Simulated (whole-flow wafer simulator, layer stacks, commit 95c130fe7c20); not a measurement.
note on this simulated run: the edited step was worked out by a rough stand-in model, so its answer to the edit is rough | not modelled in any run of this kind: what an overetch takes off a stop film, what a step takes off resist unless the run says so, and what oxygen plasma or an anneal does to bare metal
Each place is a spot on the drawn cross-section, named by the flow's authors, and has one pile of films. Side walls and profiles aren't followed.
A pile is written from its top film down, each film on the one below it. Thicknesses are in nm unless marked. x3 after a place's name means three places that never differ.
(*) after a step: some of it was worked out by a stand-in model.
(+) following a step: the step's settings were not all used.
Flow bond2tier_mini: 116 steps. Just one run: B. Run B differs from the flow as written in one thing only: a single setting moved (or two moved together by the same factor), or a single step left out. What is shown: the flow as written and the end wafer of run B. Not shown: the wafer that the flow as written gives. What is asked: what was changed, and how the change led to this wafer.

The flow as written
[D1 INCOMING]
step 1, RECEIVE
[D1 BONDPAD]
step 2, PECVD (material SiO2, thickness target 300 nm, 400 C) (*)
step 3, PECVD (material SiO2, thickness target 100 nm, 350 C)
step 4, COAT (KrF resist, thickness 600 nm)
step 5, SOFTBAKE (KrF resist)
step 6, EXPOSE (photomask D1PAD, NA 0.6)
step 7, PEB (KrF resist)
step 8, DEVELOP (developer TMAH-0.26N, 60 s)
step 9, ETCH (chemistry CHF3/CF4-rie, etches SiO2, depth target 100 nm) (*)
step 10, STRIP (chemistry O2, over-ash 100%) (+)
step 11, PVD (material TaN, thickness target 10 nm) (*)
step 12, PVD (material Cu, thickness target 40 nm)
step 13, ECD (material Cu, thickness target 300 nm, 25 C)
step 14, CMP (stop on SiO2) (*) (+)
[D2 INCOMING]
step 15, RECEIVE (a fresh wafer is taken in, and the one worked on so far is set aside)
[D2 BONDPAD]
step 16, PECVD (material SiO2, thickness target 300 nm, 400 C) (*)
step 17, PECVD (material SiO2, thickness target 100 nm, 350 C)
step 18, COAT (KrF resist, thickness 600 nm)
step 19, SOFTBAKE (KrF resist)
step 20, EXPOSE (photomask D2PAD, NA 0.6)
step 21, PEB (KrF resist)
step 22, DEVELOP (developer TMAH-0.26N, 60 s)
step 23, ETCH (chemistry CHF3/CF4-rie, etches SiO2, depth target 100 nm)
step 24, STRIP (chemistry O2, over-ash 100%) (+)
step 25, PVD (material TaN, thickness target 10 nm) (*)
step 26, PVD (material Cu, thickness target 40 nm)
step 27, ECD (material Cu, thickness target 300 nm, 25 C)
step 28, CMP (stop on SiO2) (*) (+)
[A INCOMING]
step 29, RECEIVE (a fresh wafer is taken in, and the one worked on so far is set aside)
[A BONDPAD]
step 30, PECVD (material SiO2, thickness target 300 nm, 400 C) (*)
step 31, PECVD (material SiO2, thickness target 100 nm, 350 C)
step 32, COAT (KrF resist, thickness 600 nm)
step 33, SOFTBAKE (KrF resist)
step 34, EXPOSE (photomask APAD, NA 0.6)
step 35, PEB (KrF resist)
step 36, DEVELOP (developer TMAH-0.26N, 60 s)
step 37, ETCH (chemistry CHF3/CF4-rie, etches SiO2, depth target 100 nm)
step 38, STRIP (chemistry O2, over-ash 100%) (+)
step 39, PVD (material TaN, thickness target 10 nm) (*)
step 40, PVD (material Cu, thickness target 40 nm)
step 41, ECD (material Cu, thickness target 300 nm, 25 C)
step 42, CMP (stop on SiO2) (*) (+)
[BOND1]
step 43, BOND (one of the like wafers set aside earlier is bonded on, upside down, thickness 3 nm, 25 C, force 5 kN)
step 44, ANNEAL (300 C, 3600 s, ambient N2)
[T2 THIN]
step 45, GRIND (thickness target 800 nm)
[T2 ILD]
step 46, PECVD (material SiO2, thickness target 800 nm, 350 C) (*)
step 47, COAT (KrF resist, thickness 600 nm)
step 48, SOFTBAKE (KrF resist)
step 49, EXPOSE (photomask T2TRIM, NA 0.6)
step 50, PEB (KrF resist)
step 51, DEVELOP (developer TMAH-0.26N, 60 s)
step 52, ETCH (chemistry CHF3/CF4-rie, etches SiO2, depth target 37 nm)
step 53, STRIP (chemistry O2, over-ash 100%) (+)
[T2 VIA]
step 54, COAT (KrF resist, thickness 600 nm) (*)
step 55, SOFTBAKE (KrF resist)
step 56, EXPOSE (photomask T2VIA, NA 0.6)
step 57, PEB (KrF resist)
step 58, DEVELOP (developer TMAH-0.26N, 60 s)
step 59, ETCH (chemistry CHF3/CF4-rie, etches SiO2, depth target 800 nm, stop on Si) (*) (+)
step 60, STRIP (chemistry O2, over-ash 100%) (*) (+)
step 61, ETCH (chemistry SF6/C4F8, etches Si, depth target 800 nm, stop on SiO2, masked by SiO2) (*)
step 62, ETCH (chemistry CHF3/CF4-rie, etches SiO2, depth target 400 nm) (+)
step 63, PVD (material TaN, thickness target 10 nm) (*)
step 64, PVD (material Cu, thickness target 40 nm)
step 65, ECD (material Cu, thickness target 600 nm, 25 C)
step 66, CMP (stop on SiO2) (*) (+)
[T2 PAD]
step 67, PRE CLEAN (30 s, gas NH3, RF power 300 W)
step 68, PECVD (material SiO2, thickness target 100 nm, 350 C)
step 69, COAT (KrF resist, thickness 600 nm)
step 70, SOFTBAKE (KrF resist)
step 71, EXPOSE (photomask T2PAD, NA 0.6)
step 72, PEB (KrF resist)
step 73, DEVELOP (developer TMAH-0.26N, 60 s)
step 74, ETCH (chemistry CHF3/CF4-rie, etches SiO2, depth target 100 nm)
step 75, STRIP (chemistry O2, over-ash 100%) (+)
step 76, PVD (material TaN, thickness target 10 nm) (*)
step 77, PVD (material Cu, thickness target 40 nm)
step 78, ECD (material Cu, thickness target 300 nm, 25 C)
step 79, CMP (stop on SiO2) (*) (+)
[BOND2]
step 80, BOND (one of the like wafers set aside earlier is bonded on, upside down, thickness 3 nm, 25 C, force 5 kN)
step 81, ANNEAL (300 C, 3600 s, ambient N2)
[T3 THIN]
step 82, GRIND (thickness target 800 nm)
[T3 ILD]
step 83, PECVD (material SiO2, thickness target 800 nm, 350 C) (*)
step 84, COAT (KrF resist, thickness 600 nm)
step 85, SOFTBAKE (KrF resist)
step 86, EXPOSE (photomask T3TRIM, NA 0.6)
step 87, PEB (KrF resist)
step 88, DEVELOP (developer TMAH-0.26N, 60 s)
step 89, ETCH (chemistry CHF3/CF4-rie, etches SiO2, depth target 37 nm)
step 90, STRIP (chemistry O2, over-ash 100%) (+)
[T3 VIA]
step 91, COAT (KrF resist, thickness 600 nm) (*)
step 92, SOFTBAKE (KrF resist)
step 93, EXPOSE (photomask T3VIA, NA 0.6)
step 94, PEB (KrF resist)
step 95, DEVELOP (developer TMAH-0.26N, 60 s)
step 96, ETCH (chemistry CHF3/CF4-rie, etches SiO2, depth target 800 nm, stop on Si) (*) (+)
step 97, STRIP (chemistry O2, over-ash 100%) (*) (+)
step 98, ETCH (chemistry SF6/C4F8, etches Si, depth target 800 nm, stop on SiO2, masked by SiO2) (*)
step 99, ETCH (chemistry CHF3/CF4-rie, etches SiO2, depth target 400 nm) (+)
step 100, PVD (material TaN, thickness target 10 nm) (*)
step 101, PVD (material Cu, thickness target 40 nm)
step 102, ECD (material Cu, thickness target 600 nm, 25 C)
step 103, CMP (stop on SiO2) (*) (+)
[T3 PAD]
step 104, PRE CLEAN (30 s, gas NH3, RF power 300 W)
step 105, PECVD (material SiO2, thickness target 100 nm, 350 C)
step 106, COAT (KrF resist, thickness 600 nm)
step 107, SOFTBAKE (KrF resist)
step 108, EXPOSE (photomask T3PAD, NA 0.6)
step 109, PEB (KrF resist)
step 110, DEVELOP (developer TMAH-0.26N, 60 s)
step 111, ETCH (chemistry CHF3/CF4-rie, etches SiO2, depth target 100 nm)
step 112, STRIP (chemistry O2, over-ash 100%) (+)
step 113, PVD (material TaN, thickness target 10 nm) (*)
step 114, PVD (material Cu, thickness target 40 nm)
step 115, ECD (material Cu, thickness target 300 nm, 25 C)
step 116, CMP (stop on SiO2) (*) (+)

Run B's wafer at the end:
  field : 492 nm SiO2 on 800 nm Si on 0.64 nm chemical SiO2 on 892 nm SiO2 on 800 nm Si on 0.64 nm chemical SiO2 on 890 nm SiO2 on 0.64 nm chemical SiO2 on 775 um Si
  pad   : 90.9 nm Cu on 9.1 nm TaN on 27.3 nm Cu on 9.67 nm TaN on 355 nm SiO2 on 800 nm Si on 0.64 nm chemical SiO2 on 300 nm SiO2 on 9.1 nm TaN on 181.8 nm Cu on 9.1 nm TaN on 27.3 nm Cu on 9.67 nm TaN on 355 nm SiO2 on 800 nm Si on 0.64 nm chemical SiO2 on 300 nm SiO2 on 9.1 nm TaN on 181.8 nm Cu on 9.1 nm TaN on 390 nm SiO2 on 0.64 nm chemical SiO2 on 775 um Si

The reason: step 30, PECVD: thickness target 390 nm was run, though the flow has thickness target 300 nm.
The wafer lets one read it off: pad has SiO2 390, and step 30 as written asks for 300 nm.

Step by step, how the change led to this:
  step 30, PECVD (material SiO2, thickness target 300 nm, 400 C) (*)
      field, pad, via: SiO2 gains 390 (new film) (it would be, as written: SiO2 gains 300 (new film))
